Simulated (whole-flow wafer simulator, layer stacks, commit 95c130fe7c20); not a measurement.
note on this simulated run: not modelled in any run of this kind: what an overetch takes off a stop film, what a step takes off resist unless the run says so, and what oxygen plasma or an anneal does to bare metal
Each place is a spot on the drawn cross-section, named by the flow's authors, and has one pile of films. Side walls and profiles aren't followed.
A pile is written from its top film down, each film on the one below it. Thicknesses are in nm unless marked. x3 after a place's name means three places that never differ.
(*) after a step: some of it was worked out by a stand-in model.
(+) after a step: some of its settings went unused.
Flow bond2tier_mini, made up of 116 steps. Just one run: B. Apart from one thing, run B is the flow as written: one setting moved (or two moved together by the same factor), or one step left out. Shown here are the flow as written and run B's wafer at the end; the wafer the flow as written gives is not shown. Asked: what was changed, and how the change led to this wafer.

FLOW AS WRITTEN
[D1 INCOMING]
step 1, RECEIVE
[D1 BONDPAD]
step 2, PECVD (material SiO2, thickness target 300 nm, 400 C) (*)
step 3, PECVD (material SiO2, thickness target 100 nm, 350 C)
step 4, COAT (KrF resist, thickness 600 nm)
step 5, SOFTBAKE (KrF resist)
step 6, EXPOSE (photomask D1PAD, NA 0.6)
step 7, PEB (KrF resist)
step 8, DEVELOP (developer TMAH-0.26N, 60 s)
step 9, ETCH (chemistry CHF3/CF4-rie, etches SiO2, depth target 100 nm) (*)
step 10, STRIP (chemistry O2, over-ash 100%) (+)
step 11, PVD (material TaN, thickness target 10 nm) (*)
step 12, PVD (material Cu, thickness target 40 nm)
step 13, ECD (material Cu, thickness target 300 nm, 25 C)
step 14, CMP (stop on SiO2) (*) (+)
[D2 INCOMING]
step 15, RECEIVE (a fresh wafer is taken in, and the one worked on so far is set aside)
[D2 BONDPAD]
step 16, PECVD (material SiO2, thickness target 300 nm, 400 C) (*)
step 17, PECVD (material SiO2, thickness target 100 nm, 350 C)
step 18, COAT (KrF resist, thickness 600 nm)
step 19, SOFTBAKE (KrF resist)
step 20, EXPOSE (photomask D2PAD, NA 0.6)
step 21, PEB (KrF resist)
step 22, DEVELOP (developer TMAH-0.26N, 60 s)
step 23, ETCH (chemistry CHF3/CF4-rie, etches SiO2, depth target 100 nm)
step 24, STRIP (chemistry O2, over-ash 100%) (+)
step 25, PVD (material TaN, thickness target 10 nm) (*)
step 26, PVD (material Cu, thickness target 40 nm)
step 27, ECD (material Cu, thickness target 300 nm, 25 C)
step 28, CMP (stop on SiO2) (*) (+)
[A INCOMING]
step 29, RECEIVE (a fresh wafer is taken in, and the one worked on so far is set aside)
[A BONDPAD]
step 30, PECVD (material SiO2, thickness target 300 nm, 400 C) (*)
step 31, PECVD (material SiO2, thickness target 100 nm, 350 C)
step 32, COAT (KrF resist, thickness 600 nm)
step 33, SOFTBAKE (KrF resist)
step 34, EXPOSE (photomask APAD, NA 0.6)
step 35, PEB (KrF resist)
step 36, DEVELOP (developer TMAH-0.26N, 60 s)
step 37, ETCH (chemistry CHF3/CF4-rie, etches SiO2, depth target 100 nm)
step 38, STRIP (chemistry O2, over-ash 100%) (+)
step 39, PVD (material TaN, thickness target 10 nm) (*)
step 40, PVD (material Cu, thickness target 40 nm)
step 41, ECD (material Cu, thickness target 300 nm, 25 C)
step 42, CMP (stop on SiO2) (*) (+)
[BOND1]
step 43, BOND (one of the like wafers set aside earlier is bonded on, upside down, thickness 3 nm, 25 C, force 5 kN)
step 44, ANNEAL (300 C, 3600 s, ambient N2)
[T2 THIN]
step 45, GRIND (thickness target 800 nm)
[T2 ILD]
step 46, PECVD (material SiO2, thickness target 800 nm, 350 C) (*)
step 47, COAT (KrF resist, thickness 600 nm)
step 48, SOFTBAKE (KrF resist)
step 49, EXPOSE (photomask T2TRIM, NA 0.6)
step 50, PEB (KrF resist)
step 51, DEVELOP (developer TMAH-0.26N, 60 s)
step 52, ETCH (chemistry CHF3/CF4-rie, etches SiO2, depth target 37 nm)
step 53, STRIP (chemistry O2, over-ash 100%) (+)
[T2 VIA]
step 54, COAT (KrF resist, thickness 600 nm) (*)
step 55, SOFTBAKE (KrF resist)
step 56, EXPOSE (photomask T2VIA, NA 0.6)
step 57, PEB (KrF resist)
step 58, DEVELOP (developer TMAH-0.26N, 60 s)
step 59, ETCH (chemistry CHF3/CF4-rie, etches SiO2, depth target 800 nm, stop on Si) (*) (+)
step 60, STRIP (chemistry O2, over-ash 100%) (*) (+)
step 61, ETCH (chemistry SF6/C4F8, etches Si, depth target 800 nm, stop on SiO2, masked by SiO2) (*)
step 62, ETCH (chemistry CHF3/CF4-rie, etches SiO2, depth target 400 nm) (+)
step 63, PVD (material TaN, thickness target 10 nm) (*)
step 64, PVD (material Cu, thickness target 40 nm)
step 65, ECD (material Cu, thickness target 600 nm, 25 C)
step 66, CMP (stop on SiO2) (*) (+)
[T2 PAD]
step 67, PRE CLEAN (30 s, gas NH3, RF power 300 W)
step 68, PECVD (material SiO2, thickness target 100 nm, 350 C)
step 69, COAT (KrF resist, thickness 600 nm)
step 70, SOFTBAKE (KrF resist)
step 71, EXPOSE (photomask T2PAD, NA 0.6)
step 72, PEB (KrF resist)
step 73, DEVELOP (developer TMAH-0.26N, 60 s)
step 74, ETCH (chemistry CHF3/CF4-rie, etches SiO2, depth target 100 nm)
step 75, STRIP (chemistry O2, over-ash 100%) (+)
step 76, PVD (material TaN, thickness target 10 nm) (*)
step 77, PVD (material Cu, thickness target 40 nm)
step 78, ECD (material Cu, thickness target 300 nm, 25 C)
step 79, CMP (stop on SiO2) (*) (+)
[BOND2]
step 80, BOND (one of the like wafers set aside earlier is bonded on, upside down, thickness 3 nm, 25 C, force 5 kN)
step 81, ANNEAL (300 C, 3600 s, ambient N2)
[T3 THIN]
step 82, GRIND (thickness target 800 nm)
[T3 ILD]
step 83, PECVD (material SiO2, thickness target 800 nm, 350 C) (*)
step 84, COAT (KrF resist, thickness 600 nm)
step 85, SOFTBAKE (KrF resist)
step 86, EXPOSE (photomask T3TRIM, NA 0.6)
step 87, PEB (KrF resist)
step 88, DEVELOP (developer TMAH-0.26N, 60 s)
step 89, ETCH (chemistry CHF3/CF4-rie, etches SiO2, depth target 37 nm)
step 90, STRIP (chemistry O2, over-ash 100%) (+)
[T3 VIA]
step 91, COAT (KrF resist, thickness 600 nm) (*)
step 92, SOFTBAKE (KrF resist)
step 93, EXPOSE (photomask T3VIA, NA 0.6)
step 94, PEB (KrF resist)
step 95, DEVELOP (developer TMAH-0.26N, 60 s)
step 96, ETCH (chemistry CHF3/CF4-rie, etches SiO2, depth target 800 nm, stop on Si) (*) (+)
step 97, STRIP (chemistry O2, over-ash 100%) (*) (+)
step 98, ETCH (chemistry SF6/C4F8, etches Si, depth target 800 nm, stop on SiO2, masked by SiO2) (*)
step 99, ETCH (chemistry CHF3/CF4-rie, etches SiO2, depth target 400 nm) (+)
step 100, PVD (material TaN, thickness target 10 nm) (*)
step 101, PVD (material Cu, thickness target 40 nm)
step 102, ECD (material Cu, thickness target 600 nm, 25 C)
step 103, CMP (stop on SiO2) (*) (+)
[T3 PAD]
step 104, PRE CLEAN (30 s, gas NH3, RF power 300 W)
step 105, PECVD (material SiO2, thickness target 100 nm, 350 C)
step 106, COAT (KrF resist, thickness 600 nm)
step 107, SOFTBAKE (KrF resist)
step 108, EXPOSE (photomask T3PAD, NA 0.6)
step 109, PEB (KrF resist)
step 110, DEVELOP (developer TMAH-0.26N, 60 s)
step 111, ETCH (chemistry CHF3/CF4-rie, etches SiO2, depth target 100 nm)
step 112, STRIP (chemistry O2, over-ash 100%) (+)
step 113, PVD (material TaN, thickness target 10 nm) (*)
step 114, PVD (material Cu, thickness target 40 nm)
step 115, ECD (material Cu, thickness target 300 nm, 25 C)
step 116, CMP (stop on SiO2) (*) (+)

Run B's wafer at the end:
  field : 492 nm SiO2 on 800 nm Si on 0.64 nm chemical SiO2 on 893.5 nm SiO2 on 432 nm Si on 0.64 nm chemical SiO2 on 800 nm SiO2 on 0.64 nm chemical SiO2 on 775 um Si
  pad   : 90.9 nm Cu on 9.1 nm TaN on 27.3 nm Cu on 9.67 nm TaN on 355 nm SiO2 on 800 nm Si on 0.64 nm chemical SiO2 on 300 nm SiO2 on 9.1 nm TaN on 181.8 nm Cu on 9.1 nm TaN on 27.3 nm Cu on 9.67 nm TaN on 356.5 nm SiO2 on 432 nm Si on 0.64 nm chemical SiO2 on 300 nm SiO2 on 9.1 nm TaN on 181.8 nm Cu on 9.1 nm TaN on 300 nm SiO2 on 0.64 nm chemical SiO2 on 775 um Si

The reason: step 45, GRIND: thickness target 432 nm was run, though the flow has thickness target 800 nm.
The wafer itself shows it: field has Si 432, and step 45 as written asks for 800 nm.

Step by step, how the change led to this:
  step 45, GRIND (thickness target 800 nm)
      field, pad, via: Si loses 774.57 um (it would be, as written: Si loses 774.2 um)
  step 61, ETCH (chemistry SF6/C4F8, etches Si, depth target 800 nm, stop on SiO2, masked by SiO2) (*)
      field, pad: SiO2 loses 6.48 (it would be, as written: SiO2 loses 8)
